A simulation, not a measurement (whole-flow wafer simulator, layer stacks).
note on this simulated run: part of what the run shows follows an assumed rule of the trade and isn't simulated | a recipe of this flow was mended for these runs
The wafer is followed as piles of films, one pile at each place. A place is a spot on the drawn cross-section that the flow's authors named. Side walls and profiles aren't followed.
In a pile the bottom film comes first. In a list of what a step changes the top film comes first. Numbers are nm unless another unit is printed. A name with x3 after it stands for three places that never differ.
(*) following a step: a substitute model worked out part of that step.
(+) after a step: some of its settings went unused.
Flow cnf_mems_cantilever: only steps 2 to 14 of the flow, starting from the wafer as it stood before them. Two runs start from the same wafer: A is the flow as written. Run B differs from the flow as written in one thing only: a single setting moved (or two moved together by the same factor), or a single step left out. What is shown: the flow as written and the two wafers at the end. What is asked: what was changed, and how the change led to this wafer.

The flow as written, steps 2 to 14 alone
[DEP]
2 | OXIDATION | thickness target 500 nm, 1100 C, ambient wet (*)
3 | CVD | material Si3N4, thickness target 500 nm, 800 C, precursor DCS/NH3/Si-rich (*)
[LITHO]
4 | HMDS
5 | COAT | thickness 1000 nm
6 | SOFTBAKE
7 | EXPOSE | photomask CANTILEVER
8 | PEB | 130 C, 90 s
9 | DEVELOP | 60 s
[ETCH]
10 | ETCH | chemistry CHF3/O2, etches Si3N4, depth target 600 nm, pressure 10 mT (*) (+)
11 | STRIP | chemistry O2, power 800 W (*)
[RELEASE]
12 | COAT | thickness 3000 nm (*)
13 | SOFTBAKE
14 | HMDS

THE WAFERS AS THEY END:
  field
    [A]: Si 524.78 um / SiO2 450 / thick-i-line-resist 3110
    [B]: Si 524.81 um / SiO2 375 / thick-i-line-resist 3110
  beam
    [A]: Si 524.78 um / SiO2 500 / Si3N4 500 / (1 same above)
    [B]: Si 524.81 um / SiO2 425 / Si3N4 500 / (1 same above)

The reason: step 2, OXIDATION: thickness target 425 nm was run, while the flow as written has thickness target 500 nm.
One can read it off the wafer: beam has SiO2 425, and step 2 as written asks for 500 nm.

The path from the change to this, step by step:
  2 | OXIDATION | thickness target 500 nm, 1100 C, ambient wet (*)
      field, beam: A SiO2 gains 500 (new film), chemical SiO2 loses 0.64 (all of it), Si loses 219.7 | B SiO2 gains 425 (new film), chemical SiO2 loses 0.64 (all of it), Si loses 186.7
